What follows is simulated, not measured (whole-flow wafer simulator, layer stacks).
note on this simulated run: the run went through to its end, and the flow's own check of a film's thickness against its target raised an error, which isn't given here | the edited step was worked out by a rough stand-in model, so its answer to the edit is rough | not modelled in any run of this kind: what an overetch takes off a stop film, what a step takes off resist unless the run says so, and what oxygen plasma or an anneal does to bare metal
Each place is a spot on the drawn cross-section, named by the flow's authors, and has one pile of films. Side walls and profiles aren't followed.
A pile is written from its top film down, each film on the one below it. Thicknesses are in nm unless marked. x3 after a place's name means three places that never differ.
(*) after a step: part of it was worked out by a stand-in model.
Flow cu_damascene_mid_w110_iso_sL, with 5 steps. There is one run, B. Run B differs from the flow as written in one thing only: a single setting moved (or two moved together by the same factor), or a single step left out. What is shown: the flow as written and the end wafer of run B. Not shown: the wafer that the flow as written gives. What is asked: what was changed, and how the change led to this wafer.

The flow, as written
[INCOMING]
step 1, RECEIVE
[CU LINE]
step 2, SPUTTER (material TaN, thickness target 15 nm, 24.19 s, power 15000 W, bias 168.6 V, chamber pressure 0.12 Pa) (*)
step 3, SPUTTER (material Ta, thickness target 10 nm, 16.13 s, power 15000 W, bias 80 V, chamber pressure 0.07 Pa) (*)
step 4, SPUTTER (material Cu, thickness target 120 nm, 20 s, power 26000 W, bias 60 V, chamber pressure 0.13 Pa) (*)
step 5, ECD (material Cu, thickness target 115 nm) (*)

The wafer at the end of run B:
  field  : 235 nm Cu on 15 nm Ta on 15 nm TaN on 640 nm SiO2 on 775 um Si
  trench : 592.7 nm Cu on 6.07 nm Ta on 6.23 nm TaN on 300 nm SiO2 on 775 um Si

Cause: step 3, SPUTTER: thickness target 15 nm was run, whereas the flow has thickness target 10 nm.
The wafer lets one read it off: field has Ta 15, and step 3 as written asks for 10 nm.

Step by step, how the change led to this:
  step 3, SPUTTER (material Ta, thickness target 10 nm, 16.13 s, power 15000 W, bias 80 V, chamber pressure 0.07 Pa) (*)
      field: Ta gains 15 (new film) (as written it would have been: Ta gains 10 (new film))
      trench: Ta gains 6.07 (new film) (as written it would have been: Ta gains 4.05 (new film))
